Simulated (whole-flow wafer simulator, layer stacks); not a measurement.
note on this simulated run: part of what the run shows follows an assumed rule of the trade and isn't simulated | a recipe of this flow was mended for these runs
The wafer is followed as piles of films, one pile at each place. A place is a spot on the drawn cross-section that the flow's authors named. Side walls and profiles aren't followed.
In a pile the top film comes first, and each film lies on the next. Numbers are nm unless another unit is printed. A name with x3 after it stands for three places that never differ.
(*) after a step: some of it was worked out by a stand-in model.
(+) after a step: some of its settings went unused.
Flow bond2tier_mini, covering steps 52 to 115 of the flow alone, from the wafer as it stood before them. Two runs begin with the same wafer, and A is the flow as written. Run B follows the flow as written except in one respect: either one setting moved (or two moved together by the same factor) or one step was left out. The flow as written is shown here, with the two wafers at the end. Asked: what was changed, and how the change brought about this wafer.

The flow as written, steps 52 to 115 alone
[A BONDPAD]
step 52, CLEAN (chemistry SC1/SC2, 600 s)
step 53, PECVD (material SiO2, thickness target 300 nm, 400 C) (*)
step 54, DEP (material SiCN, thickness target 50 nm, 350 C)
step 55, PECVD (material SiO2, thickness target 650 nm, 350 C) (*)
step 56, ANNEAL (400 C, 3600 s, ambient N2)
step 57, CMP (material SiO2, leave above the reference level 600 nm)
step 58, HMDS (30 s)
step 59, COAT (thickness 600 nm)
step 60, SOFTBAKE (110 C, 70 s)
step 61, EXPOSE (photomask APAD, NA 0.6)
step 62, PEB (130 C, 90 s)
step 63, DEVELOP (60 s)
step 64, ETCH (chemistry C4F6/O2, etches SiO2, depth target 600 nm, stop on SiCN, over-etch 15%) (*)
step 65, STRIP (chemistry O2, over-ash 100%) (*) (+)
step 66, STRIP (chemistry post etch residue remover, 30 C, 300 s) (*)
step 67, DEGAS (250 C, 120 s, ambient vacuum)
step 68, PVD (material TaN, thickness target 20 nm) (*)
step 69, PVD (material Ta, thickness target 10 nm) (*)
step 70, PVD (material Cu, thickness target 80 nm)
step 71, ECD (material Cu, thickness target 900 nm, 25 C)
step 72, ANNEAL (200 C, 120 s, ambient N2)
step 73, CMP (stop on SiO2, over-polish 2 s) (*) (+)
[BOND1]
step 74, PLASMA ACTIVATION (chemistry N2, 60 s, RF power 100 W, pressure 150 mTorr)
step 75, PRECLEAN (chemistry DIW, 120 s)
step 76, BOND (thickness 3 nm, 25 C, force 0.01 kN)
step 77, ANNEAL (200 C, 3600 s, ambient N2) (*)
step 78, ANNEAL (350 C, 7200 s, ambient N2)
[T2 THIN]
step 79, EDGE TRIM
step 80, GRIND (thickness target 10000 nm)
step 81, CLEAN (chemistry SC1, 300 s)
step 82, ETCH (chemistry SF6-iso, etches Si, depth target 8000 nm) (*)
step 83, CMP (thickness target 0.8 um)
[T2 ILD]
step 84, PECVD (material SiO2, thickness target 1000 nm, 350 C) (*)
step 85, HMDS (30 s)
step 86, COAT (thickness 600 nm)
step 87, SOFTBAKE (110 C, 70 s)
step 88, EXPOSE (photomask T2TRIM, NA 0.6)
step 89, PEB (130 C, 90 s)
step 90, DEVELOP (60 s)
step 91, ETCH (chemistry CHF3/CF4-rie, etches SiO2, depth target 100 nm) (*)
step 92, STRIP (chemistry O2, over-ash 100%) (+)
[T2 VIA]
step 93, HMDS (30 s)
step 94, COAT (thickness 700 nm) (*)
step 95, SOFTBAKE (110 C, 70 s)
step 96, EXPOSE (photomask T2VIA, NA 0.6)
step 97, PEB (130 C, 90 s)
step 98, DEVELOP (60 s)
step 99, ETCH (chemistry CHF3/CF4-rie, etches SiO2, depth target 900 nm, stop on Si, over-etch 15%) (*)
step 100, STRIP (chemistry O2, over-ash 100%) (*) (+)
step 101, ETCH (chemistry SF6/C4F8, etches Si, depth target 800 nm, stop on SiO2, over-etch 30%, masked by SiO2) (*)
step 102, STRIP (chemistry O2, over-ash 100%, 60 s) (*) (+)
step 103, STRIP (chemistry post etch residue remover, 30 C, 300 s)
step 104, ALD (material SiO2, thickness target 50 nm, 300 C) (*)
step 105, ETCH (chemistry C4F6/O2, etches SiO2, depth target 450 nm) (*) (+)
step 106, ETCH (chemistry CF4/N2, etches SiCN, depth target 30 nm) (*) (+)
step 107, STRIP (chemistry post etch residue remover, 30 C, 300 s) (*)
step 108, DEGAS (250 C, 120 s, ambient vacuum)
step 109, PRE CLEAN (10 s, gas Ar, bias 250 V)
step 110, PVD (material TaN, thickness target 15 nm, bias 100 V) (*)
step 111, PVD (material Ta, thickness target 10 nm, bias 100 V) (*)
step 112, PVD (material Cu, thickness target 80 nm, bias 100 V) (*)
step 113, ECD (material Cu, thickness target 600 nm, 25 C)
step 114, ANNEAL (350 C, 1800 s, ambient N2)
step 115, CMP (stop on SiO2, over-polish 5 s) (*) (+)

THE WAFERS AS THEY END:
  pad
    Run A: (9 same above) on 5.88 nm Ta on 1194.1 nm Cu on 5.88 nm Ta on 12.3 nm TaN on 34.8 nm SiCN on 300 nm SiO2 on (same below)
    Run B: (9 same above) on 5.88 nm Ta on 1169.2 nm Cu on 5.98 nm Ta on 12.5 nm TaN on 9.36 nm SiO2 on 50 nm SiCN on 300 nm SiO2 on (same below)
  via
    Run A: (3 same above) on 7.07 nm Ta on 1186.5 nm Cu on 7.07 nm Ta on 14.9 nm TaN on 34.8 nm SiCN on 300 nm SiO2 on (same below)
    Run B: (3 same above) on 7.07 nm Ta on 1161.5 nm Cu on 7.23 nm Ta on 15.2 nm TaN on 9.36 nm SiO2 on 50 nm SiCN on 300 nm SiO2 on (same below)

The reason: step 64, ETCH: depth target 513.6 nm was run, while the flow as written has depth target 600 nm.

The path from the change to this, step by step:
  step 64, ETCH (chemistry C4F6/O2, etches SiO2, depth target 600 nm, stop on SiCN, over-etch 15%) (*)
      pad, via: A SiO2 loses 600 (all of it), SiCN loses 15.2 | B SiO2 loses 590.6
      field: A thick-KrF-resist loses 115 | B thick-KrF-resist loses 98.4
  step 65, STRIP (chemistry O2, over-ash 100%) (*) (+)
      field: A thick-KrF-resist loses 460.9 (all of it) | B thick-KrF-resist loses 477.5 (all of it)
